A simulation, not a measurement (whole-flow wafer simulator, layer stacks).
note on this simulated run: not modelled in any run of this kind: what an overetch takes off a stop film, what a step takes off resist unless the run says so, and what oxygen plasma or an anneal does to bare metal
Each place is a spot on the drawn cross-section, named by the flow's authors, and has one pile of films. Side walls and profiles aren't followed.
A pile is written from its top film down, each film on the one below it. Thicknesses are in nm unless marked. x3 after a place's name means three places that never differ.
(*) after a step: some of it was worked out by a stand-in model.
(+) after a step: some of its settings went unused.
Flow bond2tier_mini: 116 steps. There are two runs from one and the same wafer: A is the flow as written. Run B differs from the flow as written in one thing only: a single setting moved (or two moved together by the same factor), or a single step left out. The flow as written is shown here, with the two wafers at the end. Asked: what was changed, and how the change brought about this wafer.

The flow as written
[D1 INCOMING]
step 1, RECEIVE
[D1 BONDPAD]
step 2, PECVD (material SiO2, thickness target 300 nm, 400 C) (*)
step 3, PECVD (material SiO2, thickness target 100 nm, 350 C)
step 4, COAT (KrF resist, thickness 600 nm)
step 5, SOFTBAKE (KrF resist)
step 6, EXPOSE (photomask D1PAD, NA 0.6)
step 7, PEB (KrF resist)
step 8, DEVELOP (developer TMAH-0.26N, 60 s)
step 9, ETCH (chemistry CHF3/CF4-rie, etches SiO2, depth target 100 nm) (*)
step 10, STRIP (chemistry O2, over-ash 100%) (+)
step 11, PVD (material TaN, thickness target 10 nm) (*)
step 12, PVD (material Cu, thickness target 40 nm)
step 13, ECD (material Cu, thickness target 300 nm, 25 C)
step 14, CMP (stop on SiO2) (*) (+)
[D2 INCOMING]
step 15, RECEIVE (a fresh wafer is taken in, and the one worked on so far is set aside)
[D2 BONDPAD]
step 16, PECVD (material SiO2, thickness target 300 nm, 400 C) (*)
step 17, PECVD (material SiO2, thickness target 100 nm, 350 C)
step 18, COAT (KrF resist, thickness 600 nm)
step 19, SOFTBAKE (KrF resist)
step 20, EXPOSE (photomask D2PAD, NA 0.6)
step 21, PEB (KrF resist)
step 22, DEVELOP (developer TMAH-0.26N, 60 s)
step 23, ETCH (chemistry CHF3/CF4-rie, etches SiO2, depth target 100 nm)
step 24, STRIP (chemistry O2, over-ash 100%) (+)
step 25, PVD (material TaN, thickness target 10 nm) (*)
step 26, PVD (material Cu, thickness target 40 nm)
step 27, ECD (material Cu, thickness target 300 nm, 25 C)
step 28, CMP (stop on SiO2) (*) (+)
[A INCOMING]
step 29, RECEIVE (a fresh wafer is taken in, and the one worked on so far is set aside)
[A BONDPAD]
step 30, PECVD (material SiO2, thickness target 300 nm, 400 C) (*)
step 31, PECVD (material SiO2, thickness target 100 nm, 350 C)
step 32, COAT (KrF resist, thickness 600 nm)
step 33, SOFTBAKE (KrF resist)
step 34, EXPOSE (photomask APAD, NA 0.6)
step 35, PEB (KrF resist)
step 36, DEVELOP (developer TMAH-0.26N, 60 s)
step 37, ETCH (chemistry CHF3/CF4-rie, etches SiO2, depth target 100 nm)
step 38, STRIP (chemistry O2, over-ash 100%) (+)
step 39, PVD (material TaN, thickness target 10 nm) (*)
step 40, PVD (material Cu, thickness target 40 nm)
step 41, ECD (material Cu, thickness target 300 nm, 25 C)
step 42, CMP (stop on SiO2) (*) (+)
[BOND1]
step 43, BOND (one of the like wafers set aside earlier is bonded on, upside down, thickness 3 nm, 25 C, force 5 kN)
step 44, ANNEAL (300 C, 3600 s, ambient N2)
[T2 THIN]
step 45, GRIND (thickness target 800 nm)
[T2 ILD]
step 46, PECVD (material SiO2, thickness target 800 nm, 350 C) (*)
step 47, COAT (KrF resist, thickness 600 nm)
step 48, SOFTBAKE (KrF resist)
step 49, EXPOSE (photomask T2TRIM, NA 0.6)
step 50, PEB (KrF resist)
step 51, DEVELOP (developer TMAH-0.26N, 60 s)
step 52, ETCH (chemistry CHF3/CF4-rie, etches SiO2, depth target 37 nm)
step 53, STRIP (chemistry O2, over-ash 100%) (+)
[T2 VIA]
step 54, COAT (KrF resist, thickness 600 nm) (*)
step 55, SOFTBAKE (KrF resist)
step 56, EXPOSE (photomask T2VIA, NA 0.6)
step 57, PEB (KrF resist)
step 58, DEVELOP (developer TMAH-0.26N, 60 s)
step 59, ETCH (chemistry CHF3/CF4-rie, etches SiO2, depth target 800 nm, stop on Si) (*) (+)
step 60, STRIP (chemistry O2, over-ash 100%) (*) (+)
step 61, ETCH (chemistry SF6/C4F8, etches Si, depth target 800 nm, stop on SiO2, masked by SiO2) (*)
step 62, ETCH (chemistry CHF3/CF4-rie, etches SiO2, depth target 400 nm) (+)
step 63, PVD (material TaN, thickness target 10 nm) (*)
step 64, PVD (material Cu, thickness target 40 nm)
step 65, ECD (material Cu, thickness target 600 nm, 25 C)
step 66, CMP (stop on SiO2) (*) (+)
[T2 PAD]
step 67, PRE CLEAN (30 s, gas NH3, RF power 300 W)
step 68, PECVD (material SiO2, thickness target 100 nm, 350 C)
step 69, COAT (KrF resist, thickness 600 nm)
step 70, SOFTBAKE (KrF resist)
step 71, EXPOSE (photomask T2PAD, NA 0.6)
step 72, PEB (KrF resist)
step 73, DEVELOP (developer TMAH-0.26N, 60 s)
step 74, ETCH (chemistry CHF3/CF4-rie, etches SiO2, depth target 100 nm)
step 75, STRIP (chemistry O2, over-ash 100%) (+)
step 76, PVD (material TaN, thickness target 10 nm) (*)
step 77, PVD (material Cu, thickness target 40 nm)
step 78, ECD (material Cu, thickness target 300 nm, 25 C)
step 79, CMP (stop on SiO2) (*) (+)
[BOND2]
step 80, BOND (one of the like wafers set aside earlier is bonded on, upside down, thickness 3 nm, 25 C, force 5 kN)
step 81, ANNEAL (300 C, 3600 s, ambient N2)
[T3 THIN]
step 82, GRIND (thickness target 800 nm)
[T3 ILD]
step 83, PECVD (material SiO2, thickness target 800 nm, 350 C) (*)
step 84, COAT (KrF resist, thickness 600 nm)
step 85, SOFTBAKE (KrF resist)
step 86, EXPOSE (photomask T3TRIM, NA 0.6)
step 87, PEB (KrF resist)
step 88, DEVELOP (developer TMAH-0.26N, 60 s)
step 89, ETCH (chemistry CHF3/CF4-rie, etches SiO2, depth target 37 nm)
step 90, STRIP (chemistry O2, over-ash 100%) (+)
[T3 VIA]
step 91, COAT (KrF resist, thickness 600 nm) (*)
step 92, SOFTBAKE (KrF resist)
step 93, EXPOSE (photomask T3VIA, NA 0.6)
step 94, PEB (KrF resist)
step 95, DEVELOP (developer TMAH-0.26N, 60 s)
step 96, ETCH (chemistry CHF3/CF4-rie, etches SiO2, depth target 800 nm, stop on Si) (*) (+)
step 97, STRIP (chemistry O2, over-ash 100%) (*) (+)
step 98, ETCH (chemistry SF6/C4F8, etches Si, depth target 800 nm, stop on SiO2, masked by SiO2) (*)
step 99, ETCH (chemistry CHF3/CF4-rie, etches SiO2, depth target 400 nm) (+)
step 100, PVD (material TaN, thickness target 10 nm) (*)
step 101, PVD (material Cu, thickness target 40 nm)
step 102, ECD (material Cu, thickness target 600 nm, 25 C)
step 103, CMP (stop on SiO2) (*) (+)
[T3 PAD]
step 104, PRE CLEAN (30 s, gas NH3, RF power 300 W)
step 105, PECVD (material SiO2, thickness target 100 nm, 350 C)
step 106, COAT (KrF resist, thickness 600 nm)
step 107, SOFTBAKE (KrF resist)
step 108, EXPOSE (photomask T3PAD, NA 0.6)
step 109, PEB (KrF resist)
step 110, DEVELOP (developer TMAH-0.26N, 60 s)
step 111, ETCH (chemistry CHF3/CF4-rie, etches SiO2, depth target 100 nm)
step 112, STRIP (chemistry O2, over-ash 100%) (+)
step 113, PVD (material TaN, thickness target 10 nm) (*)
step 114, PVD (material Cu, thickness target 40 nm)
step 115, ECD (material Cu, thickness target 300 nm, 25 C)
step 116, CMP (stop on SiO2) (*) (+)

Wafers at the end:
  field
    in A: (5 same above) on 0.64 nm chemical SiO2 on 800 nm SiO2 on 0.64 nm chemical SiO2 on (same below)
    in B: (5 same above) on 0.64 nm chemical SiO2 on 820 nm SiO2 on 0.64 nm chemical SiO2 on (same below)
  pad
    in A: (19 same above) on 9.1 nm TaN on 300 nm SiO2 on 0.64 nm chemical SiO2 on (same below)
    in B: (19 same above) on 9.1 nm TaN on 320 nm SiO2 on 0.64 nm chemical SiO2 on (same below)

The reason: step 31, PECVD: thickness target 120 nm was run, whereas the flow has thickness target 100 nm.

Step by step, how the change led to this:
  step 31, PECVD (material SiO2, thickness target 100 nm, 350 C)
      field, pad, via: A SiO2 gains 100 | B SiO2 gains 120
